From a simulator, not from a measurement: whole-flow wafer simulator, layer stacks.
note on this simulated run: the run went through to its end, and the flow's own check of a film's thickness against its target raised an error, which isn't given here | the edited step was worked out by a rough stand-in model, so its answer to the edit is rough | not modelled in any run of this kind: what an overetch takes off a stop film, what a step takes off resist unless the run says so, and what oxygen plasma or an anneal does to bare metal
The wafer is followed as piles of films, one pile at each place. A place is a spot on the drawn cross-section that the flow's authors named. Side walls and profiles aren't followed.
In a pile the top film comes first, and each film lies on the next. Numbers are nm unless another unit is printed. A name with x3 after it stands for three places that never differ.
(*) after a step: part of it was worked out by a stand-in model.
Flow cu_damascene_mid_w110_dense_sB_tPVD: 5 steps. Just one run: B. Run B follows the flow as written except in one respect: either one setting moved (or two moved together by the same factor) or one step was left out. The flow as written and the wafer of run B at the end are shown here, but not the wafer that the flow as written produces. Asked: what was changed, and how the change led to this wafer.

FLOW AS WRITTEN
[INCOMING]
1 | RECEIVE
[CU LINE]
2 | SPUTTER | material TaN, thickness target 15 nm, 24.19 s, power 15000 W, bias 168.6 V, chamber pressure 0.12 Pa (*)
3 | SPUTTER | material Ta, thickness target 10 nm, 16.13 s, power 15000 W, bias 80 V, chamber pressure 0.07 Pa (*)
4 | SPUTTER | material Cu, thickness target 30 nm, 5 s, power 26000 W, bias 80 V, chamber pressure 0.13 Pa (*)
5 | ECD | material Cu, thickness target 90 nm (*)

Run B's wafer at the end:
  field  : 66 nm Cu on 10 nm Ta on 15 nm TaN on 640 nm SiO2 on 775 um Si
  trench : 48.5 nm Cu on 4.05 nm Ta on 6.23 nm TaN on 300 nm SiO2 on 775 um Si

Cause: step 5, ECD: thickness target 36 nm was run, whereas the flow has thickness target 90 nm.

How this came from the change, step by step:
  5 | ECD | material Cu, thickness target 90 nm (*)
      field: +36 Cu (as written it would have been: +90 Cu)
      trench: +36 Cu (as written it would have been: +462.2 Cu)
